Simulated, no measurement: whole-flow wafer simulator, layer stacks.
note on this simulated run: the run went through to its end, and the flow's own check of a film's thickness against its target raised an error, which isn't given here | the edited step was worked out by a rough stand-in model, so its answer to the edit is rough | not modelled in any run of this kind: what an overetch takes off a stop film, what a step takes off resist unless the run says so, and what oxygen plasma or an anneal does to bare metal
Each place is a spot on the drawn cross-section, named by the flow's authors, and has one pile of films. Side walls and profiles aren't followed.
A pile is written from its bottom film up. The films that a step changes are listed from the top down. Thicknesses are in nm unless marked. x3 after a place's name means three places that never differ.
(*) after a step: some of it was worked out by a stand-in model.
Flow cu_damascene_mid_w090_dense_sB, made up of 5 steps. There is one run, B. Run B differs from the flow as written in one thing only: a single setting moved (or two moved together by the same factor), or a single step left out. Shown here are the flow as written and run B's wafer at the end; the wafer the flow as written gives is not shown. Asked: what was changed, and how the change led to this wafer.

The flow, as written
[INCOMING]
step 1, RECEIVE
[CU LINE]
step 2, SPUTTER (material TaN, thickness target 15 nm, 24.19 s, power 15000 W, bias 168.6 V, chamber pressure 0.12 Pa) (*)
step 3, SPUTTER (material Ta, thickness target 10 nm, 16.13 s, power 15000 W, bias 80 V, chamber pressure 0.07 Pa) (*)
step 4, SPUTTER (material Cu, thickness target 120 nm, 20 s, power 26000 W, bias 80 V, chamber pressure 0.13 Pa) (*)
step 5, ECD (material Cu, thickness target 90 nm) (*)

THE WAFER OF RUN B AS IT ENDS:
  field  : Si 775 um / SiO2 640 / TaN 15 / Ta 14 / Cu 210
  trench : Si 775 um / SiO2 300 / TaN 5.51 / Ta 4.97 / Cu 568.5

What caused this: step 3, SPUTTER: thickness target 14 nm was run, while the flow as written has thickness target 10 nm; step 3, SPUTTER: 22.58 s was run, where the flow has 16.13 s.
One can read it off the wafer: field has Ta 14, and step 3 as written asks for 10 nm.

How this came from the change, step by step:
  step 3, SPUTTER (material Ta, thickness target 10 nm, 16.13 s, power 15000 W, bias 80 V, chamber pressure 0.07 Pa) (*)
      field: Ta gains 14 (new film) (as written it would have been: Ta gains 10 (new film))
      trench: Ta gains 4.97 (new film) (as written it would have been: Ta gains 3.55 (new film))
